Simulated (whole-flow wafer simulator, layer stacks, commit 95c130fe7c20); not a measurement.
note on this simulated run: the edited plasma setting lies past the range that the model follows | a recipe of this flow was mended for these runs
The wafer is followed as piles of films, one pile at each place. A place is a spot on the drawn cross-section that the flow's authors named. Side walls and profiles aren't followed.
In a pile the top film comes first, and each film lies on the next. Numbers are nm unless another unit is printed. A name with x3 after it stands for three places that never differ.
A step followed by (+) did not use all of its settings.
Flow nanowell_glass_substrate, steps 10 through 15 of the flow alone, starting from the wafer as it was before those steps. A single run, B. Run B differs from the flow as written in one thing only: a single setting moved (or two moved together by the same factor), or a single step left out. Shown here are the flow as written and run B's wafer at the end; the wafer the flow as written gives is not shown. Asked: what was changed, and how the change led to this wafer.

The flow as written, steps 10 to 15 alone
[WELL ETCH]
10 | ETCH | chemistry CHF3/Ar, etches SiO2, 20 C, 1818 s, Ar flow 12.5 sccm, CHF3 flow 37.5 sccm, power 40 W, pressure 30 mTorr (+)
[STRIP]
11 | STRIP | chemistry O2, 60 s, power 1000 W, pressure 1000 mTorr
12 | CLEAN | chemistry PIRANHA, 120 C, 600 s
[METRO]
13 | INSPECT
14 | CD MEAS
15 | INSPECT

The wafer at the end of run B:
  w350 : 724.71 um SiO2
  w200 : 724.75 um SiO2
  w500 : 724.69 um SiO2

What caused this: step 10, ETCH: CHF3 flow 24 sccm was run, though the flow has CHF3 flow 37.5 sccm.

How this came from the change, step by step:
  10 | ETCH | chemistry CHF3/Ar, etches SiO2, 20 C, 1818 s, Ar flow 12.5 sccm, CHF3 flow 37.5 sccm, power 40 W, pressure 30 mTorr (+)
      w350: -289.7 SiO2 (in the flow as written it would be: -300 SiO2)
      w200: -252 SiO2 (in the flow as written it would be: -260.5 SiO2)
      (and at 2 other places as well)
  11 | STRIP | chemistry O2, 60 s, power 1000 W, pressure 1000 mTorr
      land: -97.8 UV-NIL-ACRYLATE (all of it) (in the flow as written it would be: -100.2 UV-NIL-ACRYLATE (all of it))
